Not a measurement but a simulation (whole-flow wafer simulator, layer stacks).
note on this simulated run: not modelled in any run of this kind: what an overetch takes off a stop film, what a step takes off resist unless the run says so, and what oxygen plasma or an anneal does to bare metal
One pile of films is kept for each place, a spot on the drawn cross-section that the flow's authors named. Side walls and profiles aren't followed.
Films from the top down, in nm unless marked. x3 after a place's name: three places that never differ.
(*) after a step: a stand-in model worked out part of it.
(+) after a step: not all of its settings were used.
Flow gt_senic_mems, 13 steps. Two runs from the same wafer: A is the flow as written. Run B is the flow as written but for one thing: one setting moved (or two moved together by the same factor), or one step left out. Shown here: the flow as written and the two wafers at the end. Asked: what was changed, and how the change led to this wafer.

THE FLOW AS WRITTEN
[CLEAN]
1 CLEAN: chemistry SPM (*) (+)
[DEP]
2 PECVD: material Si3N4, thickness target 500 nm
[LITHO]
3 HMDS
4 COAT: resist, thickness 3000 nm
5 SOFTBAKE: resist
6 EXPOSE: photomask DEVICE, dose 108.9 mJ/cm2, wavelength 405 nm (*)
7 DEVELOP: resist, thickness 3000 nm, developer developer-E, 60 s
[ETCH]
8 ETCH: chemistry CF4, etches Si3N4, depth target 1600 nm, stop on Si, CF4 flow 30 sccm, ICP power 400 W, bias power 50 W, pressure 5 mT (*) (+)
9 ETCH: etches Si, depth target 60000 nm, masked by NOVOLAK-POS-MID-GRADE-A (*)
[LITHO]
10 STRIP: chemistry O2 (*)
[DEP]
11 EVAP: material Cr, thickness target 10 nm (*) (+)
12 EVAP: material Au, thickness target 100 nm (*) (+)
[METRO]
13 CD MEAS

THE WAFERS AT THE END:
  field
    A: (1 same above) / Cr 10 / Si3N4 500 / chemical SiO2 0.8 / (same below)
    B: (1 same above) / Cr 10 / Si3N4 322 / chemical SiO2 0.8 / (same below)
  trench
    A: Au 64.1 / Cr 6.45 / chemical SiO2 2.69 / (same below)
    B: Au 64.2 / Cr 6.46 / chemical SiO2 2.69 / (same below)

The cause: step 2, PECVD: thickness target 322 nm was run, where the flow has thickness target 500 nm.
It can be read off the wafer: field has Si3N4 322, and step 2 as written asks for 500 nm.

How the change led to this, step by step:
  2 PECVD: material Si3N4, thickness target 500 nm
      field, trench: A Si3N4 +500 (new film) | B Si3N4 +322 (new film)
  8 ETCH: chemistry CF4, etches Si3N4, depth target 1600 nm, stop on Si, CF4 flow 30 sccm, ICP power 400 W, bias power 50 W, pressure 5 mT (*) (+)
      field: A resist -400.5 | B resist -281.9
      trench: A Si3N4 -500 (all of it), chemical SiO2 -0.8 (all of it) | B Si3N4 -322 (all of it), chemical SiO2 -0.8 (all of it)
  10 STRIP: chemistry O2 (*)
      field: A resist -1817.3 (all of it) | B resist -1936 (all of it)
